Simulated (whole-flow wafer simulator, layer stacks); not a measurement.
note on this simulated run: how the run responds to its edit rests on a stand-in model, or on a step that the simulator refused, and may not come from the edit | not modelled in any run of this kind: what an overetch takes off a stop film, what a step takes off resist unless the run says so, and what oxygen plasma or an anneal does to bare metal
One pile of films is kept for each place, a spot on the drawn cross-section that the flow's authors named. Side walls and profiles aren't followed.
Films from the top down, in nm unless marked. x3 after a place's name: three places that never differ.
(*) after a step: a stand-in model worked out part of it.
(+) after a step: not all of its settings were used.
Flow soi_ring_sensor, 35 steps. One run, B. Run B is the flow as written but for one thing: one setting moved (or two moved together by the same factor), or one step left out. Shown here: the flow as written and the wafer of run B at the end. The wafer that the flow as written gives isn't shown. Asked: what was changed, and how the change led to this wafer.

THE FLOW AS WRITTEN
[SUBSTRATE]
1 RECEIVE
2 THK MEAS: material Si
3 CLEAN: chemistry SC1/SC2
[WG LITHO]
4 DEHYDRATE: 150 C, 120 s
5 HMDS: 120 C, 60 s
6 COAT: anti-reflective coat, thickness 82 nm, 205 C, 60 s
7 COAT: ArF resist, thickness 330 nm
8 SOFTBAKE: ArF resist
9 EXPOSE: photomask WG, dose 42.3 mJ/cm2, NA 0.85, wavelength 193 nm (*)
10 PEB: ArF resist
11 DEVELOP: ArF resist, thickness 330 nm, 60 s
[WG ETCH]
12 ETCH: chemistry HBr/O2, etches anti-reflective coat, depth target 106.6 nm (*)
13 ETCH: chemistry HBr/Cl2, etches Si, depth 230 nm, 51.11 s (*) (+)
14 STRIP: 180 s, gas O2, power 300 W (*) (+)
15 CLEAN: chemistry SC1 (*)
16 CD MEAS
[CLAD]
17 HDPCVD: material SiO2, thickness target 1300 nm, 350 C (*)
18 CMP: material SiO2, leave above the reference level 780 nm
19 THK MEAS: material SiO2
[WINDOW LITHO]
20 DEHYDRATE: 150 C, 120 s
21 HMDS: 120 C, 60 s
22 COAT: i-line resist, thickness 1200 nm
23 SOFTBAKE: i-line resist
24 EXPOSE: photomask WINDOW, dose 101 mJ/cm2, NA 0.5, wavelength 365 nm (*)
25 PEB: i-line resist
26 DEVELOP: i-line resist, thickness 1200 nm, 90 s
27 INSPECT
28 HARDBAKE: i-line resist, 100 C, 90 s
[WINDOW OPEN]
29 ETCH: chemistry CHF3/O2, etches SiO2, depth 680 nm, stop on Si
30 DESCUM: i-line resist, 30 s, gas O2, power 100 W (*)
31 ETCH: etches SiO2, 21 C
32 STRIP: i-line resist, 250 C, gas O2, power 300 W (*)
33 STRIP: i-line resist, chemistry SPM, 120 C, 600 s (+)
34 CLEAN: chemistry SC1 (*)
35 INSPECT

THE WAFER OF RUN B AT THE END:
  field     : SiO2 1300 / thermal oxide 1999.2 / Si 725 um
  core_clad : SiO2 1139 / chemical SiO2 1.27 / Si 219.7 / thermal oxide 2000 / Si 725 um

The cause: step 18, CMP: leave above the reference level 1139 nm was run, where the flow has leave above the reference level 780 nm.
It can be read off the wafer: core_clad has SiO2 1139, and step 18 as written asks for 780 nm.

How the change led to this, step by step:
  18 CMP: material SiO2, leave above the reference level 780 nm
      gap, window, field, gap_clad: nothing (as written it would be: SiO2 -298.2)
      core, core_clad: SiO2 -161 (as written it would be: SiO2 -520)
  22 COAT: i-line resist, thickness 1200 nm
      core, core_clad: i-line resist +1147 (new film) (as written it would be: i-line resist +1200 (new film))
  23 SOFTBAKE: i-line resist
      core, core_clad: i-line resist -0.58 (as written it would be: nothing)
      gap, gap_clad: i-line resist -0.75 (as written it would be: nothing)
  25 PEB: i-line resist
      core, core_clad: i-line resist -60 (as written it would be: i-line resist -62.8)
  26 DEVELOP: i-line resist, thickness 1200 nm, 90 s
      core: i-line resist -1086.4 (all of it) (as written it would be: i-line resist -1137.2 (all of it))
  31 ETCH: etches SiO2, 21 C
      core: SiO2 -459 (all of it), chemical SiO2 -1.27 (all of it) (as written it would be: SiO2 -100 (all of it), chemical SiO2 -1.27 (all of it))
  32 STRIP: i-line resist, 250 C, gas O2, power 300 W (*)
      core_clad: i-line resist -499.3 (all of it) (as written it would be: i-line resist -550.1 (all of it))
